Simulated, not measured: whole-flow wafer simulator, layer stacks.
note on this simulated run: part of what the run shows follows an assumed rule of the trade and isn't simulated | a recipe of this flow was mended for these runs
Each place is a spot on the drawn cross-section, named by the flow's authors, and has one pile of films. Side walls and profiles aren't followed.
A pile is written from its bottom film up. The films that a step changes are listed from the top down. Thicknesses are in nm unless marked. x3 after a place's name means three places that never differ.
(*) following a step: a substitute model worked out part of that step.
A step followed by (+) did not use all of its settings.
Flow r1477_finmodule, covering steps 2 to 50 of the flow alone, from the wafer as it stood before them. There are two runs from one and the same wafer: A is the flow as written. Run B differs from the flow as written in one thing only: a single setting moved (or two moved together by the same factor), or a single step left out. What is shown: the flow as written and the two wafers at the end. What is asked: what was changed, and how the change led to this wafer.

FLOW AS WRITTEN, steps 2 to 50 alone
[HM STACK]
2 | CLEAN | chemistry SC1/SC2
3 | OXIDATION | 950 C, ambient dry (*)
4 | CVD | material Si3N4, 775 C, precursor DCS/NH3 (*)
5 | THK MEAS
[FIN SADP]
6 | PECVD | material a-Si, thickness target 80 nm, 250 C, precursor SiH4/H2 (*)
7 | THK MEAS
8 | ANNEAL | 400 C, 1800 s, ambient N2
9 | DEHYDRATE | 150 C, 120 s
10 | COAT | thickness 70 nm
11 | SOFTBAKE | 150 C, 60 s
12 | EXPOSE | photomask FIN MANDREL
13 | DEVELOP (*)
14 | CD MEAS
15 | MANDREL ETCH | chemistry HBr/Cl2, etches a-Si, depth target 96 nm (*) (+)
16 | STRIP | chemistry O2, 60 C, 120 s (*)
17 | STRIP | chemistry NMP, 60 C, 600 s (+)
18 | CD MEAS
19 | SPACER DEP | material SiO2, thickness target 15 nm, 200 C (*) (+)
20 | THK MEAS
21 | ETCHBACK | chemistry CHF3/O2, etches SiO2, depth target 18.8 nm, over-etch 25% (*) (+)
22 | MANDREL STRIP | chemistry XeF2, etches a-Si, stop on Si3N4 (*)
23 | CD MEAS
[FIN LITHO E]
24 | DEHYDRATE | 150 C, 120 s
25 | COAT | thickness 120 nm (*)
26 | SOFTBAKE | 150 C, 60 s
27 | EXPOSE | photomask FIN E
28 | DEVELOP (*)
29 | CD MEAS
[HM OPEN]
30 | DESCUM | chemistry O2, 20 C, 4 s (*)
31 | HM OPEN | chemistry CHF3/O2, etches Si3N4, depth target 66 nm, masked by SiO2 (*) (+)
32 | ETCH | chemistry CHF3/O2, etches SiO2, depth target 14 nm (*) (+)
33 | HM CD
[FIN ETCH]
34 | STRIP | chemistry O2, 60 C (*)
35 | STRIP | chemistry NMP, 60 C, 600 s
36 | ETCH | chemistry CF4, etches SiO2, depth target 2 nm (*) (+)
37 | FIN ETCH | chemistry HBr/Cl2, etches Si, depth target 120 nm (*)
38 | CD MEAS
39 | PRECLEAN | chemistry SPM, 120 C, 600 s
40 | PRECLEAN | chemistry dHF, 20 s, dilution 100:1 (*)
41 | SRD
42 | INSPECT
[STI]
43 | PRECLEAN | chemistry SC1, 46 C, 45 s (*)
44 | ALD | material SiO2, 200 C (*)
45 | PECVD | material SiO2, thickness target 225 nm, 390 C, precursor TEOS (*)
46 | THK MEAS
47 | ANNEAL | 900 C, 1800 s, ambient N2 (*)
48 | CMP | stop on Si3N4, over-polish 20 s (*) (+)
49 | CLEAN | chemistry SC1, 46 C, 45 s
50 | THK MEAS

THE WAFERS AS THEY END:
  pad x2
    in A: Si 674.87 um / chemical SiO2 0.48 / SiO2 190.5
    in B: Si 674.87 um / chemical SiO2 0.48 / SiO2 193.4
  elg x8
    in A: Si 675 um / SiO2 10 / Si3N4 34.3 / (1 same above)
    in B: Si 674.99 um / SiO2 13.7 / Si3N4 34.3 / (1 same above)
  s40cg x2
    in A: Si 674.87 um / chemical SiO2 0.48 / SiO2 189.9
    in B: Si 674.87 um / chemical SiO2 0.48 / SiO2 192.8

What caused this: step 3, OXIDATION: 981 C was run, whereas the flow has 950 C.

Step by step, how the change led to this:
  3 | OXIDATION | 950 C, ambient dry (*)
      pad x2, elg x8, esg x8 and 18 more: A SiO2 gains 10 (new film), chemical SiO2 loses 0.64 (all of it), Si loses 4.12 | B SiO2 gains 13.7 (new film), chemical SiO2 loses 0.64 (all of it), Si loses 5.74
  32 | ETCH | chemistry CHF3/O2, etches SiO2, depth target 14 nm (*) (+)
      pad x2, esg x8, s40sg x2, s45sg x2, s50sg x2: A SiO2 loses 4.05 (all of it), Si loses 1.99 | B SiO2 loses 7.74 (all of it), Si loses 1.25
      s40cg x2, s45cg x2, s50cg x2: A SiO2 loses 7 (all of it), Si loses 1.4 | B SiO2 loses 10.7 (all of it), Si loses 0.66
  48 | CMP | stop on Si3N4, over-polish 20 s (*) (+)
      pad x2: A SiO2 loses 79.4 | B SiO2 loses 76.5
